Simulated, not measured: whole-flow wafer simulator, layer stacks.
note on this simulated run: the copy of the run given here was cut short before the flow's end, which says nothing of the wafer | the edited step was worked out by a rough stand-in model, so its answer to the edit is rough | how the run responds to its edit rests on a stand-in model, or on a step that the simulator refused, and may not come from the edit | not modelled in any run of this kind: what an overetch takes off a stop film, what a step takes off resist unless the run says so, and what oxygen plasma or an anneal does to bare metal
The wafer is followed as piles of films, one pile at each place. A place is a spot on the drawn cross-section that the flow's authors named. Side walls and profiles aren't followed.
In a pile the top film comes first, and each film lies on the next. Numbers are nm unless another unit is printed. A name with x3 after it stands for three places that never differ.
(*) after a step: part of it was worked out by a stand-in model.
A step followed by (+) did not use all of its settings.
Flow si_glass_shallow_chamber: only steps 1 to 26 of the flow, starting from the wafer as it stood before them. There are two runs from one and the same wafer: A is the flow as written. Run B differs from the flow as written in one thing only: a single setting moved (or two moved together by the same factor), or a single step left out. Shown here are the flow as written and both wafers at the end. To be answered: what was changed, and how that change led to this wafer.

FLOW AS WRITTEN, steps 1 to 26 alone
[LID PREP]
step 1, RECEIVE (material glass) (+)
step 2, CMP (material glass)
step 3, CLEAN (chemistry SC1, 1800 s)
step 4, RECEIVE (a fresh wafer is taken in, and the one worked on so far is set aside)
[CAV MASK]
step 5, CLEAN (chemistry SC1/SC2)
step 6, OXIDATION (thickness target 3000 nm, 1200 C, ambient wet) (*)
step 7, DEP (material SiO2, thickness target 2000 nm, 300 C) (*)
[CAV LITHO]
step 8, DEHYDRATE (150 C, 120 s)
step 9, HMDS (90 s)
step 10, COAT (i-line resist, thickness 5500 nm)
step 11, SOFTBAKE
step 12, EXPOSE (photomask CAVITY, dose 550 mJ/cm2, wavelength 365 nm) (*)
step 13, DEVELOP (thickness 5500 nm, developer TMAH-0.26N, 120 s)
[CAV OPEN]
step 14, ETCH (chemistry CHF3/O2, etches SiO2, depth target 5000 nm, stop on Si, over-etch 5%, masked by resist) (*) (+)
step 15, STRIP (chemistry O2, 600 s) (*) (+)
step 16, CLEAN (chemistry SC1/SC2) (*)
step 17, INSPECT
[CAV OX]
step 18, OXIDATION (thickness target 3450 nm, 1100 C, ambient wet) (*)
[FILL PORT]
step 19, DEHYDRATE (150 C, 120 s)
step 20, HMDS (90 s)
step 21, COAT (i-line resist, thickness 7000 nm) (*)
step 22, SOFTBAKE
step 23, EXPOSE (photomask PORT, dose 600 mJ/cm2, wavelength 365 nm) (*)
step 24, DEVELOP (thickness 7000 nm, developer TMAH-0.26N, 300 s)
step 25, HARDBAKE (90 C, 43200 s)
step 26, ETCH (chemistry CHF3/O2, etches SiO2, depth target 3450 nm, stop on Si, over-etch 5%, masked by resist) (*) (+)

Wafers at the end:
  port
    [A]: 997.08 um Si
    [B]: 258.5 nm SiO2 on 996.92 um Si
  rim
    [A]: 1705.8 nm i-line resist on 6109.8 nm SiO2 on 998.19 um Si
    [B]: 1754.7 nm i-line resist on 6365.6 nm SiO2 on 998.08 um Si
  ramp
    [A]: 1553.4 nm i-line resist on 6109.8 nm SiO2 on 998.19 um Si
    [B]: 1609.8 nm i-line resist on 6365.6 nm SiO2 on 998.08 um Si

Cause: step 18, OXIDATION: thickness target 3881 nm was run, while the flow as written has thickness target 3450 nm.

How this came from the change, step by step:
  step 18, OXIDATION (thickness target 3450 nm, 1100 C, ambient wet) (*)
      rim, ramp, septum, ring: A SiO2 gains 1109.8, Si loses 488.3 | B SiO2 gains 1365.6, Si loses 600.9
      cav, port: A SiO2 gains 3450 (new film), chemical SiO2 loses 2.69 (all of it), Si loses 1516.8 | B SiO2 gains 3881 (new film), chemical SiO2 loses 2.69 (all of it), Si loses 1706.5
  step 22, SOFTBAKE
      ramp: A i-line resist loses 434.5 | B i-line resist loses 422.8
      cav: A i-line resist gains 373.7 | B i-line resist gains 365.7
  step 25, HARDBAKE (90 C, 43200 s)
      rim: A i-line resist loses 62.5 | B i-line resist loses 64.3
      ramp: A i-line resist loses 57.1 | B i-line resist loses 59
  step 26, ETCH (chemistry CHF3/O2, etches SiO2, depth target 3450 nm, stop on Si, over-etch 5%, masked by resist) (*) (+)
      port: A SiO2 loses 3450 (all of it), Si loses 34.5 | B SiO2 loses 3622.5
